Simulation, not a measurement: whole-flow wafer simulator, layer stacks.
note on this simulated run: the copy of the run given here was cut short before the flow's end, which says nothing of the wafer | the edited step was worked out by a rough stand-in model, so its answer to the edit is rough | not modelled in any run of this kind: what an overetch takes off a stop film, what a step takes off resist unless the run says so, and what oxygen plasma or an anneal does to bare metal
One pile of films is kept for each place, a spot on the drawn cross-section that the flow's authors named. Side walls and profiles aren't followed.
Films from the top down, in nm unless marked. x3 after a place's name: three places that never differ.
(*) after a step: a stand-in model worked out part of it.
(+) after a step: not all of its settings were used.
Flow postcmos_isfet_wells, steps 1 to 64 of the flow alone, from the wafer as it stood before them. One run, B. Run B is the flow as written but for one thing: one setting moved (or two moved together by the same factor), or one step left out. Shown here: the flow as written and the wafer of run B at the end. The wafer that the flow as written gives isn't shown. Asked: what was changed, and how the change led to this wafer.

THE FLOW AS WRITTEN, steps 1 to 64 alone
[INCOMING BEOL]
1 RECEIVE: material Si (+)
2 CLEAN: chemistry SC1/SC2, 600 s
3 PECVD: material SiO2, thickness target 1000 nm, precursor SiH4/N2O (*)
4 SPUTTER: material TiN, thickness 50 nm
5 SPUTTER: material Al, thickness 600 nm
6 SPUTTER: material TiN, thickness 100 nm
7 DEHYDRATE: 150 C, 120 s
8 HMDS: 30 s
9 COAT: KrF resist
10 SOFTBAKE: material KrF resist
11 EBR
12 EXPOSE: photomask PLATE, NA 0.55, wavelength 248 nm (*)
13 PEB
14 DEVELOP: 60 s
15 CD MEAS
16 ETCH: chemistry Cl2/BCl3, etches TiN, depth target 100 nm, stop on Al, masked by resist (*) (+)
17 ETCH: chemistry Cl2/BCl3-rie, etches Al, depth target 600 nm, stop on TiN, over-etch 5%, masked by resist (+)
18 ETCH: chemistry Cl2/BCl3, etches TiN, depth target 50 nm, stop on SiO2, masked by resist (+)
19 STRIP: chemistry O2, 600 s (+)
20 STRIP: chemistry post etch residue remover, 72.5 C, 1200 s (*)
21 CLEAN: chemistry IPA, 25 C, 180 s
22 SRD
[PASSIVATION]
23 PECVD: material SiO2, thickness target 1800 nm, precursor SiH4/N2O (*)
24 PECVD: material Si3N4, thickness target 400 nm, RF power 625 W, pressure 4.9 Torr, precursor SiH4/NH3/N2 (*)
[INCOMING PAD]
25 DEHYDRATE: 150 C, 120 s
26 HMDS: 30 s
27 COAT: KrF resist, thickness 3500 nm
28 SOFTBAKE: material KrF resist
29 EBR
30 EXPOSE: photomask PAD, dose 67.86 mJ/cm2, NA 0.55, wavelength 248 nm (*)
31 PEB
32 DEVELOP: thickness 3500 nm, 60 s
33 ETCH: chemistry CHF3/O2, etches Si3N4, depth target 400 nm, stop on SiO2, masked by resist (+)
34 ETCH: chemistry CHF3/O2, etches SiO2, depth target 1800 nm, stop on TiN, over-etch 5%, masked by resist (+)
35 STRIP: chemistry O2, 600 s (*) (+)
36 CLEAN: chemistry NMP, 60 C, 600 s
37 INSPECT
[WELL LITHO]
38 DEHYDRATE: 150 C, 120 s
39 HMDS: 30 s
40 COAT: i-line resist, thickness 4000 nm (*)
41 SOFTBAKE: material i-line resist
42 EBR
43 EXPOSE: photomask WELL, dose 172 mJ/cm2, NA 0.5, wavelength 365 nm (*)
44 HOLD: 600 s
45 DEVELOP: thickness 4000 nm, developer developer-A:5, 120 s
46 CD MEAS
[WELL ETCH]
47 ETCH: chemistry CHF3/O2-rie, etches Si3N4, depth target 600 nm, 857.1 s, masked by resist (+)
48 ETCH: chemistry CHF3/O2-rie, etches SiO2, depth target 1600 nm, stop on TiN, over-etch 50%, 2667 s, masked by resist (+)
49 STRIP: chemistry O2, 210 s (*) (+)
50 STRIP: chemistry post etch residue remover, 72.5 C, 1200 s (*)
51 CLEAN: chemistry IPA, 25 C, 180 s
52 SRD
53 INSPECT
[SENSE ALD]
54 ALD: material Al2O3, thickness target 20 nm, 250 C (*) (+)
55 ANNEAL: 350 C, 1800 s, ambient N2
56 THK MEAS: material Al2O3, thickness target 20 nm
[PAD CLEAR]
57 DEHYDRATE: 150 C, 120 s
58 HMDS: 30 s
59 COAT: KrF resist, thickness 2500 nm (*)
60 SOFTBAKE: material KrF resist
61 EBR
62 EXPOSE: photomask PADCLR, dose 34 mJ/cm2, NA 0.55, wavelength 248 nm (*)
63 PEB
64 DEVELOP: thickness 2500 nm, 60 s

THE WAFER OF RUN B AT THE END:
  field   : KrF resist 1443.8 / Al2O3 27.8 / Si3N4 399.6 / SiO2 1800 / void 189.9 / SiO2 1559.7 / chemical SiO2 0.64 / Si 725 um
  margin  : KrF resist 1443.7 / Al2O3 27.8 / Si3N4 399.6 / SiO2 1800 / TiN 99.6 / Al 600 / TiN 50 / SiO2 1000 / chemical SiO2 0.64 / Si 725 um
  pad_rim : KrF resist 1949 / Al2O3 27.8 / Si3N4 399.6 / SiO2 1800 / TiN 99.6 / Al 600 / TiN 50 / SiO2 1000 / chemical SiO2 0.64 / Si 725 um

The cause: step 54, ALD: thickness target 27.8 nm was run, where the flow has thickness target 20 nm.
It can be read off the wafer: field has Al2O3 27.8, and step 54 as written asks for 20 nm.

How the change led to this, step by step:
  54 ALD: material Al2O3, thickness target 20 nm, 250 C (*) (+)
      field, margin, well900, well1300 x3, pad_rim, pad_clr, pad_open: Al2O3 +27.8 (new film) (as written it would be: Al2O3 +20 (new film))
